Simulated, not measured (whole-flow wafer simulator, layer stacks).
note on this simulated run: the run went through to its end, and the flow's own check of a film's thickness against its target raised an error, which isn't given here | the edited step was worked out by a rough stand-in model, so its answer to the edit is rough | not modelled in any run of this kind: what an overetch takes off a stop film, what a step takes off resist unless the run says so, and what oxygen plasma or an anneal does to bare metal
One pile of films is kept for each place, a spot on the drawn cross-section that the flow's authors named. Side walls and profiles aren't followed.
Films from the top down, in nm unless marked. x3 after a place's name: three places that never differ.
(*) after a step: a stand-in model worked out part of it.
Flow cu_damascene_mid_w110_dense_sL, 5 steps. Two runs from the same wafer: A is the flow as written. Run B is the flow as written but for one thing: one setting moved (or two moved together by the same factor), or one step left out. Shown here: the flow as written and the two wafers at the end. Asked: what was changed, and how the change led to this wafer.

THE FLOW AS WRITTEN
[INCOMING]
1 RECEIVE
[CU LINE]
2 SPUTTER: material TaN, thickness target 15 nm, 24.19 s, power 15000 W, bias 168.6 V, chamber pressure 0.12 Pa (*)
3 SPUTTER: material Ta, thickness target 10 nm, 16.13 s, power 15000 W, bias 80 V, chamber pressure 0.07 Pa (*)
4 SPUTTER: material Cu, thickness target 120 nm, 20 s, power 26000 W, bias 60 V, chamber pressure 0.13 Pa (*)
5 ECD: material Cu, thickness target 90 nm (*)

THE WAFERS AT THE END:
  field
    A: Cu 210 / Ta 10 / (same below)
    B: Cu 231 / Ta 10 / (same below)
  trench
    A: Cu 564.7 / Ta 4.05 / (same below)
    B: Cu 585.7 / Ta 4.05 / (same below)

The cause: step 4, SPUTTER: thickness target 141 nm was run, where the flow has thickness target 120 nm; step 4, SPUTTER: 23.5 s was run, where the flow has 20 s.

How the change led to this, step by step:
  4 SPUTTER: material Cu, thickness target 120 nm, 20 s, power 26000 W, bias 60 V, chamber pressure 0.13 Pa (*)
      field: A Cu +120 (new film) | B Cu +141 (new film)
      trench: A Cu +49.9 (new film) | B Cu +58.7 (new film)
  5 ECD: material Cu, thickness target 90 nm (*)
      trench: A Cu +514.8 | B Cu +527
